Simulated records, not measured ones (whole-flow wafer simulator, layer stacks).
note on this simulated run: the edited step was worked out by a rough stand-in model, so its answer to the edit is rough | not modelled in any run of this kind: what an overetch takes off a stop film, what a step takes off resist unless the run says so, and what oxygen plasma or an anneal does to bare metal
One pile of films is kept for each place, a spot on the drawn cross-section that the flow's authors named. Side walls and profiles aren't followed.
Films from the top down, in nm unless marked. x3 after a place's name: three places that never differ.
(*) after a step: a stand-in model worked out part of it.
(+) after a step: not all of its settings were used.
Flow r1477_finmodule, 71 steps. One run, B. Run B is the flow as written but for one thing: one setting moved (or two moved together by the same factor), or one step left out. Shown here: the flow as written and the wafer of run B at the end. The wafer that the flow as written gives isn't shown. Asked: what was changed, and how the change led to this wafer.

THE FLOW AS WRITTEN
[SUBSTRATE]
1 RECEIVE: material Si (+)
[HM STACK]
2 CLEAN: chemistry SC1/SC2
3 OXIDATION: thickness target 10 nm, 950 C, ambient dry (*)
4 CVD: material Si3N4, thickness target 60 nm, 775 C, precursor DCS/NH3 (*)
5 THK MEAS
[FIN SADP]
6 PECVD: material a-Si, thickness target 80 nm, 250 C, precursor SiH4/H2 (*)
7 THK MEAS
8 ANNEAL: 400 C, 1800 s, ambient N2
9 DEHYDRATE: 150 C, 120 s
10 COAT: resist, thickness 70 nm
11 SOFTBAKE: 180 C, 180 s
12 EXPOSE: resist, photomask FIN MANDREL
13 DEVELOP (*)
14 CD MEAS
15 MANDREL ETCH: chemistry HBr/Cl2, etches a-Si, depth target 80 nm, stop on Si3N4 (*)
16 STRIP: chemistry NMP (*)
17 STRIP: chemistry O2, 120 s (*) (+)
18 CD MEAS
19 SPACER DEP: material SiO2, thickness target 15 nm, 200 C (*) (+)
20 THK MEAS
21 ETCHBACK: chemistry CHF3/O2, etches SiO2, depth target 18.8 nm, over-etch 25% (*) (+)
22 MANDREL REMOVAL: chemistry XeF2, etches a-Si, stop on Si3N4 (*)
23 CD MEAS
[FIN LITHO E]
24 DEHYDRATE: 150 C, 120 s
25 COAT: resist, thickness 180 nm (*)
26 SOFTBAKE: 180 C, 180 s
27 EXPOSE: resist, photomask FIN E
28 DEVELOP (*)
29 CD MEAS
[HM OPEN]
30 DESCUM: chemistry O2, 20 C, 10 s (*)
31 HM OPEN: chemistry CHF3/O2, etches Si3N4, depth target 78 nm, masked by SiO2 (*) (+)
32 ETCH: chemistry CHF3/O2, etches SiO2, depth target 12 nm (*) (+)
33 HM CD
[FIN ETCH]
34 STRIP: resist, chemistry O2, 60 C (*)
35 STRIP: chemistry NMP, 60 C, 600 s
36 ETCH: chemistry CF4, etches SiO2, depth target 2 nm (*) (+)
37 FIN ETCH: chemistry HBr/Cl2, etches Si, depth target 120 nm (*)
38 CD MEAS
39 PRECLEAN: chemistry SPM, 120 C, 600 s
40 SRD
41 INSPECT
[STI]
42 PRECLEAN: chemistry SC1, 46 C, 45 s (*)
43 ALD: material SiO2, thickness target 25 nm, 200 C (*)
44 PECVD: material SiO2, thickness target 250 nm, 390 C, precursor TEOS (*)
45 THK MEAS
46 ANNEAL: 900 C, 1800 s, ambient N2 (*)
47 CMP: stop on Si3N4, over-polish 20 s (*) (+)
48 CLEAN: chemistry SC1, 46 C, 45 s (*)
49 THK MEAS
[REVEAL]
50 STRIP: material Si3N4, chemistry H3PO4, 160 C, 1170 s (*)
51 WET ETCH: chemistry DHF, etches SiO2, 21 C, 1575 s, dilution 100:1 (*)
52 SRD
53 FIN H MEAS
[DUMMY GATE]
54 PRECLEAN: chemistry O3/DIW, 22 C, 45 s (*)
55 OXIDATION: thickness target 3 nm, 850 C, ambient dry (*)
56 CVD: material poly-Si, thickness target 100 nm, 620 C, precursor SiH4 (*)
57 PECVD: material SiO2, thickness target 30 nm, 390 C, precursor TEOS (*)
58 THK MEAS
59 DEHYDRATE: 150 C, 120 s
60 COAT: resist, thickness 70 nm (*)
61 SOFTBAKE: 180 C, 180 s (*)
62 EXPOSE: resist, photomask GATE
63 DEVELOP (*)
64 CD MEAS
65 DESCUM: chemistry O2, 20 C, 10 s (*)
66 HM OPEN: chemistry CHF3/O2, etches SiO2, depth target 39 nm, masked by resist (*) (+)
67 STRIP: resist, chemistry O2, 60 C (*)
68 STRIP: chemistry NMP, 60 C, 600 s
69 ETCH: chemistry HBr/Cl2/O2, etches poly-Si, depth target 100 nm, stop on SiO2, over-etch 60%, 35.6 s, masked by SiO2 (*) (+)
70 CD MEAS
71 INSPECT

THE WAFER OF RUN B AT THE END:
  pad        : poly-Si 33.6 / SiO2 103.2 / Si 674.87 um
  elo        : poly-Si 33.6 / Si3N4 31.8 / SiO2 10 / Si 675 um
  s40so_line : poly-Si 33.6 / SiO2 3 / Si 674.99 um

The cause: step 69, ETCH: depth target 40 nm was run, where the flow has depth target 100 nm.

How the change led to this, step by step:
  69 ETCH: chemistry HBr/Cl2/O2, etches poly-Si, depth target 100 nm, stop on SiO2, over-etch 60%, 35.6 s, masked by SiO2 (*) (+)
      pad, eso, e40so and 8 more: chemical SiO2 -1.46 (all of it), poly-Si -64 (as written it would be: chemical SiO2 -1.46 (all of it), poly-Si -97.6 (all of it), SiO2 -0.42)
      elo, e40lo, e100lo, e200lo: chemical SiO2 -1.46 (all of it), poly-Si -64 (as written it would be: chemical SiO2 -1.46 (all of it), poly-Si -97.6 (all of it), Si3N4 -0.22)
      (and at 21 more places)
